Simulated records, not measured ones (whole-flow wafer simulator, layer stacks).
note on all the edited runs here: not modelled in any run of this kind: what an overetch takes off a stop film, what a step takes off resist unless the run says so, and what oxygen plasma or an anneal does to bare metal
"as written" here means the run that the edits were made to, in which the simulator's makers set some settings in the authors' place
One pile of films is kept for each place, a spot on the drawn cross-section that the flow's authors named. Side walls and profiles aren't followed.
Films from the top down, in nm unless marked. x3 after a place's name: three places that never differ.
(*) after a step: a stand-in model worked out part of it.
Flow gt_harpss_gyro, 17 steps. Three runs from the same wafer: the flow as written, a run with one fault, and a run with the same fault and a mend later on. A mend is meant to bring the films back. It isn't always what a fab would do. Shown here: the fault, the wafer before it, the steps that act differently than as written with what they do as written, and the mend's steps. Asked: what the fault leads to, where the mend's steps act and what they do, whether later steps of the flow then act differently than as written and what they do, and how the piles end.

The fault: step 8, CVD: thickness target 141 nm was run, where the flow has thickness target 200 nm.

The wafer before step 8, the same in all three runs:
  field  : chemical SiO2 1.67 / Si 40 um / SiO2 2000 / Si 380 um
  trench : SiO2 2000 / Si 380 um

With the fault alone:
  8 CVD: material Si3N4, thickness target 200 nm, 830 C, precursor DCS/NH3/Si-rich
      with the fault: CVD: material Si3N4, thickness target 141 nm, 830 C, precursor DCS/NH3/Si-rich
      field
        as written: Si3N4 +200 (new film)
        with the fault: Si3N4 +141 (new film)
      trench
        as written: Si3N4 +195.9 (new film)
        with the fault: Si3N4 +138.3 (new film)
  Later steps of the flow that act differently than as written:
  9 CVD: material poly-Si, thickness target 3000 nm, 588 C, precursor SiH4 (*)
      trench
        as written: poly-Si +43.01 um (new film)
        with the fault: poly-Si +43 um (new film)
  At the end the piles differ from the flow's by more than 2% or 0.5 nm, whichever is larger, at field, trench.
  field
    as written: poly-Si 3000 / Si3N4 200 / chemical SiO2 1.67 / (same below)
    with the fault: poly-Si 3000 / Si3N4 141 / chemical SiO2 1.67 / (same below)
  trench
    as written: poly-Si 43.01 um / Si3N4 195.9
    with the fault: poly-Si 43 um / Si3N4 138.3

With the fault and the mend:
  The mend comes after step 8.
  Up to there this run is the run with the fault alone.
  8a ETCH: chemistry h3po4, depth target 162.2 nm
      field
        Si3N4 -141 (all of it)
      trench
        Si3N4 -138.3 (all of it)
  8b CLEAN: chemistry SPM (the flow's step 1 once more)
      changes no film at any place that is followed
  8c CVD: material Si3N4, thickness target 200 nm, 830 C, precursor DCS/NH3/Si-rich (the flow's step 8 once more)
      field
        Si3N4 +200 (new film)
      trench
        Si3N4 +195.9 (new film)
  No later step of the flow acts differently than as written at any place that is followed.
  At the end the piles are the same as the flow's at every place that both follow.
